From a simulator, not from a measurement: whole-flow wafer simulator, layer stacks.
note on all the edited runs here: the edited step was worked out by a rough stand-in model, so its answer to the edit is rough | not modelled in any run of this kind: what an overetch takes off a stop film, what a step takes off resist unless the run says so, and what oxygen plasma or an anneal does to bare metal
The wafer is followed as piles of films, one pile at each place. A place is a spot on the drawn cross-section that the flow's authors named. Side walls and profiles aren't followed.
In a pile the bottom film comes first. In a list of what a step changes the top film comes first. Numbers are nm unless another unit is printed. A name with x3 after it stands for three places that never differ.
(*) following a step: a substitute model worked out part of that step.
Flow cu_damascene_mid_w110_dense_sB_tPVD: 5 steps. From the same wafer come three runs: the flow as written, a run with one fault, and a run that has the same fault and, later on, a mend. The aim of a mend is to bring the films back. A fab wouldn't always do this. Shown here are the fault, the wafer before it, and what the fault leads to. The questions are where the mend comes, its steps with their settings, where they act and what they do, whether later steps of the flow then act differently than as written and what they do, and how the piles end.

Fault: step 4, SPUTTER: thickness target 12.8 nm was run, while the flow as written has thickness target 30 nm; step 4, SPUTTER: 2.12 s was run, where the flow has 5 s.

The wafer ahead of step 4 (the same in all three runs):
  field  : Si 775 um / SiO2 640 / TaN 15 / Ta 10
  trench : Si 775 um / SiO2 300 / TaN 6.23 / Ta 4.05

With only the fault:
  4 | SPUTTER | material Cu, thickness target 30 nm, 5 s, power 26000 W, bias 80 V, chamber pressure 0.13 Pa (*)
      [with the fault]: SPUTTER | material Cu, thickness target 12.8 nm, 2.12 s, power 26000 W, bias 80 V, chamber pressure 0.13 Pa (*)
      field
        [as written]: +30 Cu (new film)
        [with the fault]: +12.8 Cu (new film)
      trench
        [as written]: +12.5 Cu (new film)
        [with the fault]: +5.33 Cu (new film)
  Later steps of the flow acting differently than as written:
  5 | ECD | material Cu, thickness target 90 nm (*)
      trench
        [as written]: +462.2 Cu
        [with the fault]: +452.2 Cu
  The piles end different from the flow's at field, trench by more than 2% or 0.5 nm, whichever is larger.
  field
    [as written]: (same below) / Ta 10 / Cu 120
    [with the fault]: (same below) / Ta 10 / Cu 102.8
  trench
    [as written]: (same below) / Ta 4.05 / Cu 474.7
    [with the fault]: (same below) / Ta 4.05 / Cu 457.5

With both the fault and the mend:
  The mend stands after step 4.
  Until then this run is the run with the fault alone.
  4a | SPUTTER | material Cu, thickness target 17.2 nm, 2.867 s, power 26000 W, bias 80 V, chamber pressure 0.13 Pa (*) (the flow's step 4 again, with other settings)
      field
        +17.2 Cu
      trench
        +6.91 Cu
  Every later step of the flow that is run acts as written, at every place that is followed, to within 2% or 0.5 nm, whichever is larger.
  At every place that both follow, the piles at the end match the flow's.
